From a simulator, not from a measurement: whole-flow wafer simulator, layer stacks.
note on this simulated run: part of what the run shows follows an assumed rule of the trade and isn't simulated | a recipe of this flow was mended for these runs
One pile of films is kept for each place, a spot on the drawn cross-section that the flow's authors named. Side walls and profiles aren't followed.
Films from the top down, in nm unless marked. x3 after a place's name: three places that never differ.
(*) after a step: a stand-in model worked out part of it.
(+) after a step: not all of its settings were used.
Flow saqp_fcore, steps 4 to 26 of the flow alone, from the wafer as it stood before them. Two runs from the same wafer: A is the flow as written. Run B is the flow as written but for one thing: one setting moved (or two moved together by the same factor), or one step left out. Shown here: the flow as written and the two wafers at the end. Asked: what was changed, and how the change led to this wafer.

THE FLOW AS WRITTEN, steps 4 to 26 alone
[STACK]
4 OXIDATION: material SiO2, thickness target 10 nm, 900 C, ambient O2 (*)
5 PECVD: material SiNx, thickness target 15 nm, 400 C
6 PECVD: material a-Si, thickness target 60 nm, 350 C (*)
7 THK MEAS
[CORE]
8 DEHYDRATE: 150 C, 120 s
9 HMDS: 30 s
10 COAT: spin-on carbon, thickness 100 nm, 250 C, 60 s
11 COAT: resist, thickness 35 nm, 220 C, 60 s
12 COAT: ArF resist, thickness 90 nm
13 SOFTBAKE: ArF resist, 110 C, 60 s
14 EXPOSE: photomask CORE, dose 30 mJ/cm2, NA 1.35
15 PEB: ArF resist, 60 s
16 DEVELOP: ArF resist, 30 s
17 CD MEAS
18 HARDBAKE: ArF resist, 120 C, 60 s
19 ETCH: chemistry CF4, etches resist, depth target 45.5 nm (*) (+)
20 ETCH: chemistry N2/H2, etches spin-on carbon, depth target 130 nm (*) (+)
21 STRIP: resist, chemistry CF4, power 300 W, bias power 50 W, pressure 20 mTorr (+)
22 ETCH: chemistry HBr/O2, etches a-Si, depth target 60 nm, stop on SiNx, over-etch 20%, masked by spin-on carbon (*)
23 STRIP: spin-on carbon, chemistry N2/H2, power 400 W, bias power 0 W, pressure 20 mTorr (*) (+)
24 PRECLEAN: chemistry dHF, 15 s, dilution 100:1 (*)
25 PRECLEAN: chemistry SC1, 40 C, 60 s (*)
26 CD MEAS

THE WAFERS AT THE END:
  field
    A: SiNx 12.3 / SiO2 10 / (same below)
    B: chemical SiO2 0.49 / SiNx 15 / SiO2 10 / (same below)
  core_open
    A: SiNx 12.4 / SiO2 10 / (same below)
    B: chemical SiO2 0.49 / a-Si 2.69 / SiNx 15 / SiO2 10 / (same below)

The cause: step 22, ETCH: depth target 30 nm was run, where the flow has depth target 60 nm.

How the change led to this, step by step:
  22 ETCH: chemistry HBr/O2, etches a-Si, depth target 60 nm, stop on SiNx, over-etch 20%, masked by spin-on carbon (*)
      field: A a-Si -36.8 (all of it), SiNx -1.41 | B a-Si -36
      core_open: A a-Si -39.4 (all of it), SiNx -1.3 | B a-Si -36
      (and at 1 more place)
  23 STRIP: spin-on carbon, chemistry N2/H2, power 400 W, bias power 0 W, pressure 20 mTorr (*) (+)
      core_line: A spin-on carbon -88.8 (all of it) | B spin-on carbon -91 (all of it)
  24 PRECLEAN: chemistry dHF, 15 s, dilution 100:1 (*)
      field, core_open: A SiNx -1.31 | B nothing
  25 PRECLEAN: chemistry SC1, 40 C, 60 s (*)
      field: A nothing | B chemical SiO2 +0.49 (new film), a-Si -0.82 (all of it)
      core_open: A nothing | B chemical SiO2 +0.49 (new film), a-Si -0.7
